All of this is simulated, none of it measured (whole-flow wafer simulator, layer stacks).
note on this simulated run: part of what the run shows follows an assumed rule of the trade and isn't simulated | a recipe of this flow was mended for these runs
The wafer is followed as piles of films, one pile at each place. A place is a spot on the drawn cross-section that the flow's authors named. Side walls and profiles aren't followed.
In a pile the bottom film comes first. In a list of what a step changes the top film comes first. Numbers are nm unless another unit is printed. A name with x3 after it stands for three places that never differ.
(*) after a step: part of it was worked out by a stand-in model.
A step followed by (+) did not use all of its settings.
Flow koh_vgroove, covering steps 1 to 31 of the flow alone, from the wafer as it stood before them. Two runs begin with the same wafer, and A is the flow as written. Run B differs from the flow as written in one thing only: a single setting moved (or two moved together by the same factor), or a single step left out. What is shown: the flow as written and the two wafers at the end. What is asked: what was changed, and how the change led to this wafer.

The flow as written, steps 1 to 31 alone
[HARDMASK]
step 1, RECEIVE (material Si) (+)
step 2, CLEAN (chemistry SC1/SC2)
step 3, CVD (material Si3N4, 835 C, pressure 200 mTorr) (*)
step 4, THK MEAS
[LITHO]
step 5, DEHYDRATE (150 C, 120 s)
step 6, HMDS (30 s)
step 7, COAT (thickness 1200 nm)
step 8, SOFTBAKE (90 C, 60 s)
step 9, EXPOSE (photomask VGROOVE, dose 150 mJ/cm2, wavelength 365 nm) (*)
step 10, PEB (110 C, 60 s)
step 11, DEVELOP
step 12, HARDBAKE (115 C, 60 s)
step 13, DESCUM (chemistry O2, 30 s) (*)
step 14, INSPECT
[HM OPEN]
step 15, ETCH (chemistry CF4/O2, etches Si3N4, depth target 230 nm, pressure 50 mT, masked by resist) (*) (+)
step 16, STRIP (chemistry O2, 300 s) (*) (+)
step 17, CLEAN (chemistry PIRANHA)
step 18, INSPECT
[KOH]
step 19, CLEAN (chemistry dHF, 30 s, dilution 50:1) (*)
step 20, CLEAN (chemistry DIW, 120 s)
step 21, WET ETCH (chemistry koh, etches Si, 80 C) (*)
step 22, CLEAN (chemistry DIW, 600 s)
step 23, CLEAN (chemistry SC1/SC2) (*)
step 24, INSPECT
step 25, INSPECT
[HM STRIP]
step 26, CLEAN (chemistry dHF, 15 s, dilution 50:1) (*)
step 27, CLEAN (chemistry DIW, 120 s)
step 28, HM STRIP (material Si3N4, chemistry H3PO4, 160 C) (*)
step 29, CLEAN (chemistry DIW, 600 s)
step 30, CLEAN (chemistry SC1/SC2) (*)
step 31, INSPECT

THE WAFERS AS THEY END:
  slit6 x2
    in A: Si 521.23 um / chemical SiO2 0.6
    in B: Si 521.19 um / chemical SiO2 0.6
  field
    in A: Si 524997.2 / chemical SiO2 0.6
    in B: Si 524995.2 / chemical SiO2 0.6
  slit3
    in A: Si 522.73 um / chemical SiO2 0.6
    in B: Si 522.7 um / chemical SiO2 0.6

The reason: step 3, CVD: pressure 130 mTorr was run, while the flow as written has pressure 200 mTorr.

The path from the change to this, step by step:
  step 3, CVD (material Si3N4, 835 C, pressure 200 mTorr) (*)
      field, slit3, slit2, slit6 x2: A +200 Si3N4 (new film) | B +160.4 Si3N4 (new film)
  step 15, ETCH (chemistry CF4/O2, etches Si3N4, depth target 230 nm, pressure 50 mT, masked by resist) (*) (+)
      slit3, slit2, slit6 x2: A -200 Si3N4 (all of it), -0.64 chemical SiO2 (all of it), -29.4 Si | B -160.4 Si3N4 (all of it), -0.64 chemical SiO2 (all of it), -69 Si
  step 28, HM STRIP (material Si3N4, chemistry H3PO4, 160 C) (*)
      field: A -198.7 Si3N4 (all of it), -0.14 chemical SiO2, -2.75 Si | B -159.1 Si3N4 (all of it), -0.14 chemical SiO2, -4.73 Si
